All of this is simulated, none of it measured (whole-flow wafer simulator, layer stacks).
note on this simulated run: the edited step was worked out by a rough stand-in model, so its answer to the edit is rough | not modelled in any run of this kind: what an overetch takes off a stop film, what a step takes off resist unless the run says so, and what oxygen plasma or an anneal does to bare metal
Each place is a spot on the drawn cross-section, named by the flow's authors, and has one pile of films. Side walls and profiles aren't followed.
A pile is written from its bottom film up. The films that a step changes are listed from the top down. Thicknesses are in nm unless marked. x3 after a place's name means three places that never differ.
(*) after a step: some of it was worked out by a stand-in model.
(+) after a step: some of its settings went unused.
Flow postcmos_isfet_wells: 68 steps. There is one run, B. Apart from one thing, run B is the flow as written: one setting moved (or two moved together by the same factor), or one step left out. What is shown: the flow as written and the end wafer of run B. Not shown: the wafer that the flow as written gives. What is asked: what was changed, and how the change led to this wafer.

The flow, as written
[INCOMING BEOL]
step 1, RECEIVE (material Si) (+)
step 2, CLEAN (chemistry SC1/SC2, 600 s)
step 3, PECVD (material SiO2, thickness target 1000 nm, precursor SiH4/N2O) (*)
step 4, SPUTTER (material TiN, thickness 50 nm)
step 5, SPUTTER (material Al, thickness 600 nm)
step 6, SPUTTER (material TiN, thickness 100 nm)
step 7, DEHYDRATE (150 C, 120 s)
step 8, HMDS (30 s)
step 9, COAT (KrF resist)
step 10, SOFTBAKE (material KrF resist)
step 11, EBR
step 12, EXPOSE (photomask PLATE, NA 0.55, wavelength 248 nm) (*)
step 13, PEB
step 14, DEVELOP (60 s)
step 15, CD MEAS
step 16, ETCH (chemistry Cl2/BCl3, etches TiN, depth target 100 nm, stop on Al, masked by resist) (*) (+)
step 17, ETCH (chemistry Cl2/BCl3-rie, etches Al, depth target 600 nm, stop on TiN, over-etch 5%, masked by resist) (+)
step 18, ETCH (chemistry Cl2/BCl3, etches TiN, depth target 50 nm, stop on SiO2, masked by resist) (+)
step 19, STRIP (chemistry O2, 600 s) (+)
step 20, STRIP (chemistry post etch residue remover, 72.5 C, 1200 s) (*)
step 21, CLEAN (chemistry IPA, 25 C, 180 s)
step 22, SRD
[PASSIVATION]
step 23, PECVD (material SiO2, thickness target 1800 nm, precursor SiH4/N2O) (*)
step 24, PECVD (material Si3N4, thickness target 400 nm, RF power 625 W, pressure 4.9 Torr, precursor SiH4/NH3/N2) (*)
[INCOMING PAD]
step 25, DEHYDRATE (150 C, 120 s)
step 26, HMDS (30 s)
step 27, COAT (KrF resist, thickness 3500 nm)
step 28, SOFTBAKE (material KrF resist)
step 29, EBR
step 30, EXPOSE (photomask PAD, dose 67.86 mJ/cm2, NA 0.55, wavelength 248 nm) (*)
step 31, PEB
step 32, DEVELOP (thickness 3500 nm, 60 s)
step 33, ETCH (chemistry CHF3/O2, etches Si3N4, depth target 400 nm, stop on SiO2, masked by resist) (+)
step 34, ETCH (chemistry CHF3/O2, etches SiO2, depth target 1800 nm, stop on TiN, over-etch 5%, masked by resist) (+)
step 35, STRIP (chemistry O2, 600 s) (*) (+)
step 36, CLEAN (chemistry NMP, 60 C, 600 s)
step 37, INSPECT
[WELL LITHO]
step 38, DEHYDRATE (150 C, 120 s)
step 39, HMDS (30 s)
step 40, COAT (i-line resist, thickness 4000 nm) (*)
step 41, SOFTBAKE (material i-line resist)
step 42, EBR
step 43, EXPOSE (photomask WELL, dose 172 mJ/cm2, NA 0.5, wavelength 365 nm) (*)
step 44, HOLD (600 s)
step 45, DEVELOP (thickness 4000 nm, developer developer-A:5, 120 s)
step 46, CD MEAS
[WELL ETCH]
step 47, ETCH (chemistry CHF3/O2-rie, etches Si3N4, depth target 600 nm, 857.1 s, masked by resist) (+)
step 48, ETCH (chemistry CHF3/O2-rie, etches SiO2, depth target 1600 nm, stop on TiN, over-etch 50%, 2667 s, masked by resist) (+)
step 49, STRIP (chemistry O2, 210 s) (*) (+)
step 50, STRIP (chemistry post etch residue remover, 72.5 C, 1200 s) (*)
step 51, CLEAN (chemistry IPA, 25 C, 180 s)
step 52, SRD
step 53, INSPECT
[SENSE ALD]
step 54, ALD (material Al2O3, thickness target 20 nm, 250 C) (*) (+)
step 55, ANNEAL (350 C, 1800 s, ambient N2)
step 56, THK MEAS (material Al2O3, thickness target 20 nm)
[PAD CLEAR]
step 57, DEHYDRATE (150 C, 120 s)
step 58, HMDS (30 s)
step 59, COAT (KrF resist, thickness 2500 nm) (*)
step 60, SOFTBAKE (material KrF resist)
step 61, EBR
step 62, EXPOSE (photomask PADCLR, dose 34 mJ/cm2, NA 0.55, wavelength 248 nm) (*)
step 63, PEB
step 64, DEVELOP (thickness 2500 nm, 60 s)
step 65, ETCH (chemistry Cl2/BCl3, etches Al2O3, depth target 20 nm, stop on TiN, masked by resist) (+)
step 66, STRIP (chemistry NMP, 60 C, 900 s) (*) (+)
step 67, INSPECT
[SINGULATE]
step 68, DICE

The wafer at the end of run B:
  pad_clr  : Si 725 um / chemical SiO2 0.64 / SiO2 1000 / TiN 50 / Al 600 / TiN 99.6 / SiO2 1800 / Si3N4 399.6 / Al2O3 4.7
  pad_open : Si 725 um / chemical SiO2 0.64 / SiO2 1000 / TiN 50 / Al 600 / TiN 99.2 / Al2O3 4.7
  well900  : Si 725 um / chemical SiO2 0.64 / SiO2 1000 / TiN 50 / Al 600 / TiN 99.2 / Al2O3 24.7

Cause: step 54, ALD: thickness target 24.7 nm was run, while the flow as written has thickness target 20 nm.
The wafer itself shows it: well900 has Al2O3 24.7, and step 54 as written asks for 20 nm.

The path from the change to this, step by step:
  step 54, ALD (material Al2O3, thickness target 20 nm, 250 C) (*) (+)
      field, margin, well900, well1300 x3, pad_rim, pad_clr, pad_open: +24.7 Al2O3 (new film) (it would be, as written: +20 Al2O3 (new film))
  step 65, ETCH (chemistry Cl2/BCl3, etches Al2O3, depth target 20 nm, stop on TiN, masked by resist) (+)
      pad_clr, pad_open: -20 Al2O3 (it would be, as written: -20 Al2O3 (all of it))
